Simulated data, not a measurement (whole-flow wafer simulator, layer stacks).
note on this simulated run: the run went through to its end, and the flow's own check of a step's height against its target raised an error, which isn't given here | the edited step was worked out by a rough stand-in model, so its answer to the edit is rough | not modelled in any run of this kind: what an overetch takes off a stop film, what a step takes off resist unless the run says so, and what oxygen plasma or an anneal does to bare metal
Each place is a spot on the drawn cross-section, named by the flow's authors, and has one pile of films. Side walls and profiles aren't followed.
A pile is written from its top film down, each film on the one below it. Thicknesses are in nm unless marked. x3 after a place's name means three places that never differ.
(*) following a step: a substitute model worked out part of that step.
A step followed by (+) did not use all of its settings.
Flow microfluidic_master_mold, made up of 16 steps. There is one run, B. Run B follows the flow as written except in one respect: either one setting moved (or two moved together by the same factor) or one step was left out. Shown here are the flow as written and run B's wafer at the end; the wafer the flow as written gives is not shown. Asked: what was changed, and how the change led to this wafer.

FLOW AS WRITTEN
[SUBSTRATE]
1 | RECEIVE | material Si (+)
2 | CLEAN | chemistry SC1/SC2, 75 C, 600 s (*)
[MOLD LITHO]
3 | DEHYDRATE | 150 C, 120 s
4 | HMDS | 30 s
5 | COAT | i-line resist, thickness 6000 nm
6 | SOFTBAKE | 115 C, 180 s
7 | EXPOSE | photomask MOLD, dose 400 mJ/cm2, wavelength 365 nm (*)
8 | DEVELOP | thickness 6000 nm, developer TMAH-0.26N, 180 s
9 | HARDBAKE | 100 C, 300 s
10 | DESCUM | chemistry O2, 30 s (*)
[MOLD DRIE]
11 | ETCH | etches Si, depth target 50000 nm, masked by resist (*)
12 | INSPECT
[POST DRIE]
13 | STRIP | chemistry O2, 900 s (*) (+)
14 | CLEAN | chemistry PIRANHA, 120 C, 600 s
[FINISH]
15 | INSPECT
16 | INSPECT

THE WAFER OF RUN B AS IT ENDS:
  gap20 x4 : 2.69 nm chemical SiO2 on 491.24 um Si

The reason: step 11, ETCH: depth target 33750 nm was run, though the flow has depth target 50000 nm.

How this came from the change, step by step:
  11 | ETCH | etches Si, depth target 50000 nm, masked by resist (*)
      gap20 x4: chemical SiO2 loses 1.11 (all of it), Si loses 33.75 um (it would be, as written: chemical SiO2 loses 1.11 (all of it), Si loses 50 um)
      ridge: i-line resist loses 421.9 (it would be, as written: i-line resist loses 625)
  13 | STRIP | chemistry O2, 900 s (*) (+)
      ridge: i-line resist loses 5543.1 (all of it), chemical SiO2 gains 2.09, Si loses 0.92 (it would be, as written: i-line resist loses 5339.9 (all of it), chemical SiO2 gains 2.09, Si loses 0.92)
